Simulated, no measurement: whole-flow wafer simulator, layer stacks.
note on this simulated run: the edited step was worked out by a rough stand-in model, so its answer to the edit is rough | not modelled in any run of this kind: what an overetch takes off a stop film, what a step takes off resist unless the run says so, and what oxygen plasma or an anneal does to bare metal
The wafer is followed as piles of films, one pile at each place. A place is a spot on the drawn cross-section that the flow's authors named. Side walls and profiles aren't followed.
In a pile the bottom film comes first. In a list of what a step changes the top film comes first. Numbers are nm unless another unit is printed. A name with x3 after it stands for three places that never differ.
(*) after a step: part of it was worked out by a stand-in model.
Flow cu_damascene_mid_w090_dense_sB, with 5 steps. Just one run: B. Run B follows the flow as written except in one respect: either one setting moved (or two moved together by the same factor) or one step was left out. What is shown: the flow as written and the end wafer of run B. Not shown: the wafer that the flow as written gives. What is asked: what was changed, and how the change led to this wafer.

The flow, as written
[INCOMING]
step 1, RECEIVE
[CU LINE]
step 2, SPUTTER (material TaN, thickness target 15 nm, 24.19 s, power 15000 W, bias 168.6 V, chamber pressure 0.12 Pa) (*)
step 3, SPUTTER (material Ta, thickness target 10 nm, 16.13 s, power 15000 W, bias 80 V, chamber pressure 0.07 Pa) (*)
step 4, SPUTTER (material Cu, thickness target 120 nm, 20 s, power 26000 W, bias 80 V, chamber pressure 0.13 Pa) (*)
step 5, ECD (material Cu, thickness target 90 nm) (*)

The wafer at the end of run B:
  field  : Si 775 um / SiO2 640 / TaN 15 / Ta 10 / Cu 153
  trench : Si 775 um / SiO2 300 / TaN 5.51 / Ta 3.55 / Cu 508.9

Cause: step 4, SPUTTER: thickness target 63 nm was run, whereas the flow has thickness target 120 nm; step 4, SPUTTER: 10.5 s was run, where the flow has 20 s.

Step by step, how the change led to this:
  step 4, SPUTTER (material Cu, thickness target 120 nm, 20 s, power 26000 W, bias 80 V, chamber pressure 0.13 Pa) (*)
      field: +63 Cu (new film) (in the flow as written it would be: +120 Cu (new film))
      trench: +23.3 Cu (new film) (in the flow as written it would be: +44.3 Cu (new film))
  step 5, ECD (material Cu, thickness target 90 nm) (*)
      trench: +485.7 Cu (in the flow as written it would be: +521.6 Cu)
